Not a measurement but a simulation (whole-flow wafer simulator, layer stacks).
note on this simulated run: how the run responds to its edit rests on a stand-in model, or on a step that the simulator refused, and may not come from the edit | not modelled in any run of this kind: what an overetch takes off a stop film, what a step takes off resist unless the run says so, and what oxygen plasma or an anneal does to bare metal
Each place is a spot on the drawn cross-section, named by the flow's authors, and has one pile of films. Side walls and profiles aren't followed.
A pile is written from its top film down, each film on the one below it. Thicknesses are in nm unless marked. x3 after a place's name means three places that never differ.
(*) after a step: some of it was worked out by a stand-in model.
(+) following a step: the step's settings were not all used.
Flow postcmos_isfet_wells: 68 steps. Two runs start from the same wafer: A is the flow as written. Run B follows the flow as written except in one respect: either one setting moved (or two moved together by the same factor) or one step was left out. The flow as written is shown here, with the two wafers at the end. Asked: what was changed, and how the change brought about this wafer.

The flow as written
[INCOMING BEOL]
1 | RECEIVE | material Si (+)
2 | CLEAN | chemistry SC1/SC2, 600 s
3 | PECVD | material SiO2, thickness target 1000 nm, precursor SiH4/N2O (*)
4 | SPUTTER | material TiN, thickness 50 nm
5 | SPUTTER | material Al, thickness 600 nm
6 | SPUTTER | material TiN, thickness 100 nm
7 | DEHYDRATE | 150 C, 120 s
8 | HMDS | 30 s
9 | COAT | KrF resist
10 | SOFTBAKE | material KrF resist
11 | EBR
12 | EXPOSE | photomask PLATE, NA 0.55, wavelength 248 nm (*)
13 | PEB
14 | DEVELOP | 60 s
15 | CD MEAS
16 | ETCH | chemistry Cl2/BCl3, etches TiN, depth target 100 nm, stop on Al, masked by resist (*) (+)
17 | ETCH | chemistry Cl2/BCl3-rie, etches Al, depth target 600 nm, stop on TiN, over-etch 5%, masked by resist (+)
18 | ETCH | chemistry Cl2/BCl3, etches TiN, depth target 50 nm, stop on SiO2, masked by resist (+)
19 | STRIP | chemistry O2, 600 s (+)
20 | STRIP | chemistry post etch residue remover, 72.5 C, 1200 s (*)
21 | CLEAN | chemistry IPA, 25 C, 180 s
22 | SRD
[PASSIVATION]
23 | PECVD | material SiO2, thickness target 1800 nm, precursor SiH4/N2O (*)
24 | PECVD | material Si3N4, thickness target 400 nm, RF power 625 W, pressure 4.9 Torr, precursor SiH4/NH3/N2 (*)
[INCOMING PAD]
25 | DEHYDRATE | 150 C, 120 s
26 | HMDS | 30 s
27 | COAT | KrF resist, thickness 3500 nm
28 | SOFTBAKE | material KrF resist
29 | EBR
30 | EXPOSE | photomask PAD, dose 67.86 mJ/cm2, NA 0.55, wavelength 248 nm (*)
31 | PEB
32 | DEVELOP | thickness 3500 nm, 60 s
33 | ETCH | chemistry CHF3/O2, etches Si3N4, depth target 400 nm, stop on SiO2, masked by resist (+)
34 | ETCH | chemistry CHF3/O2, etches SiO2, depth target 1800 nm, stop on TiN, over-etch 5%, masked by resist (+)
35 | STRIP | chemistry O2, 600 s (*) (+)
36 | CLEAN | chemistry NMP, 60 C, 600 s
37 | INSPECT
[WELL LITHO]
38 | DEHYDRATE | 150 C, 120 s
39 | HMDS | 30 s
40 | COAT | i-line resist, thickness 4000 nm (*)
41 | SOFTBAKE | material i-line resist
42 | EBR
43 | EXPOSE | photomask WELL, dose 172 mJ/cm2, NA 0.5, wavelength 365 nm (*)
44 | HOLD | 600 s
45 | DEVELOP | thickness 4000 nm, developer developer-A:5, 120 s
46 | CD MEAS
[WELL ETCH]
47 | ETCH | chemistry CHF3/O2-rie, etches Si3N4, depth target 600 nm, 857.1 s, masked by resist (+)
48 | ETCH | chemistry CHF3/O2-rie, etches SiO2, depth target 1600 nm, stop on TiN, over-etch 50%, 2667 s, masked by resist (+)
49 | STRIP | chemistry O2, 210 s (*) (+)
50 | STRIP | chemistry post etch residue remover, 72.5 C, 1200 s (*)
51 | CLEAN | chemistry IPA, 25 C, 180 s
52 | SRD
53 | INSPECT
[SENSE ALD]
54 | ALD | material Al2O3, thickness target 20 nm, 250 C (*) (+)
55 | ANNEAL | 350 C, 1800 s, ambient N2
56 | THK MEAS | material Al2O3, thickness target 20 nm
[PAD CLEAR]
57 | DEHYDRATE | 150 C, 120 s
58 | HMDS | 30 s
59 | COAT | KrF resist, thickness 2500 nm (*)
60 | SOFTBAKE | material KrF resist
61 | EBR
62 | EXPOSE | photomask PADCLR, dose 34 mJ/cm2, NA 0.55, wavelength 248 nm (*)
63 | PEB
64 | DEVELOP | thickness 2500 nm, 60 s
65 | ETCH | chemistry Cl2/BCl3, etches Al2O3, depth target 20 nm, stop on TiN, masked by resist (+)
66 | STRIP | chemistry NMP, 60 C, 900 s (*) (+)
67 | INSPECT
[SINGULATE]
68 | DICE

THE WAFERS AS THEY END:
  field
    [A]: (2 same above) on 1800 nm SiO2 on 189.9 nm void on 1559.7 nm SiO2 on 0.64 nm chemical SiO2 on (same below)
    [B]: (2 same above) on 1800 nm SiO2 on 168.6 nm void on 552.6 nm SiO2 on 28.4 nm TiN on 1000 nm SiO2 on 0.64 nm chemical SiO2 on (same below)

What caused this: step 18, ETCH: depth target 21.2 nm was run, while the flow as written has depth target 50 nm.

The path from the change to this, step by step:
  18 | ETCH | chemistry Cl2/BCl3, etches TiN, depth target 50 nm, stop on SiO2, masked by resist (+)
      field: A TiN loses 50 (all of it) | B TiN loses 21.2
      margin, well900, well1300 x3, pad_rim, pad_clr, pad_open: A KrF resist loses 20 | B KrF resist loses 8.48
  23 | PECVD | material SiO2, thickness target 1800 nm, precursor SiH4/N2O (*)
      field: A SiO2 gains 1800 (new film), void gains 189.9 (new film), SiO2 gains 559.7 | B SiO2 gains 1800 (new film), void gains 168.6 (new film), SiO2 gains 552.6 (new film)
Taking metal films that touch as one body, field has 1 body; the flow as written gives 0 bodies.
